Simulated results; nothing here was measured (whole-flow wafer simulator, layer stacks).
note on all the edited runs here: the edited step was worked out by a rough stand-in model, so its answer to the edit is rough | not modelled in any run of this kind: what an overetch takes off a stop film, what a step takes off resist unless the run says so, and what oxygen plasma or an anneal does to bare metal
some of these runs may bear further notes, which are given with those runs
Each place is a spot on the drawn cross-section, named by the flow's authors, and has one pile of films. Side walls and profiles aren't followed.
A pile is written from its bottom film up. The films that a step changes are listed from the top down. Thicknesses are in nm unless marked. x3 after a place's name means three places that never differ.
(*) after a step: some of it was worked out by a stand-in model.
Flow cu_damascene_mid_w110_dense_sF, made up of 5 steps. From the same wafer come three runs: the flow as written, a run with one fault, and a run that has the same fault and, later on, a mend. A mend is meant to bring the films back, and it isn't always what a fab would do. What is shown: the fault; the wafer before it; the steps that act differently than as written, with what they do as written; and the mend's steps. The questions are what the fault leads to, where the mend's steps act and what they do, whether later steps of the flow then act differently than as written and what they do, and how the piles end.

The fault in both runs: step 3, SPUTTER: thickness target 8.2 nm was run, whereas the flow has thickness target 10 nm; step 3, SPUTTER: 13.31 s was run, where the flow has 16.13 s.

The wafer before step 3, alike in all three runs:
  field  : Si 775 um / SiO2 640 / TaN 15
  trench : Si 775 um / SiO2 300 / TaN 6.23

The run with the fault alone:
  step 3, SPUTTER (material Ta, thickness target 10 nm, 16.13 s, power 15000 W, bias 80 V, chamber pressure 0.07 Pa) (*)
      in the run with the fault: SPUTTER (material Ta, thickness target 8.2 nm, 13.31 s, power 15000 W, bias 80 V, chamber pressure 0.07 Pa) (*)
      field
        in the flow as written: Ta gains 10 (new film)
        in the run with the fault: Ta gains 8.2 (new film)
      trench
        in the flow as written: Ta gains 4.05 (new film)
        in the run with the fault: Ta gains 3.32 (new film)
  Later steps of the flow that are run all act as written at every place that is followed, up to a difference of at most 2% or 0.5 nm, whichever is larger.
  At field, trench, the piles at the end differ from the flow's by more than 2% or 0.5 nm, whichever is larger.
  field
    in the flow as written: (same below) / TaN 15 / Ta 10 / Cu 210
    in the run with the fault: (same below) / TaN 15 / Ta 8.2 / Cu 210
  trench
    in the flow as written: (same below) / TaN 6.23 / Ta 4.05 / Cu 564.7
    in the run with the fault: (same below) / TaN 6.23 / Ta 3.32 / Cu 563.7

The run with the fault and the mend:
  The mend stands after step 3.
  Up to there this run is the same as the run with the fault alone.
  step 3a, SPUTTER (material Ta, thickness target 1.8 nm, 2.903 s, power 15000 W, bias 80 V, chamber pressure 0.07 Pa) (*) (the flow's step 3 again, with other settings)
      field
        Ta gains 1.8
      trench
        Ta gains 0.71
  Later steps of the flow that are run all act as written at every place that is followed, up to a difference of at most 2% or 0.5 nm, whichever is larger.
  At the end the piles are close to the flow's at the places that both follow, differing by at most 2% or 0.5 nm, whichever is larger.
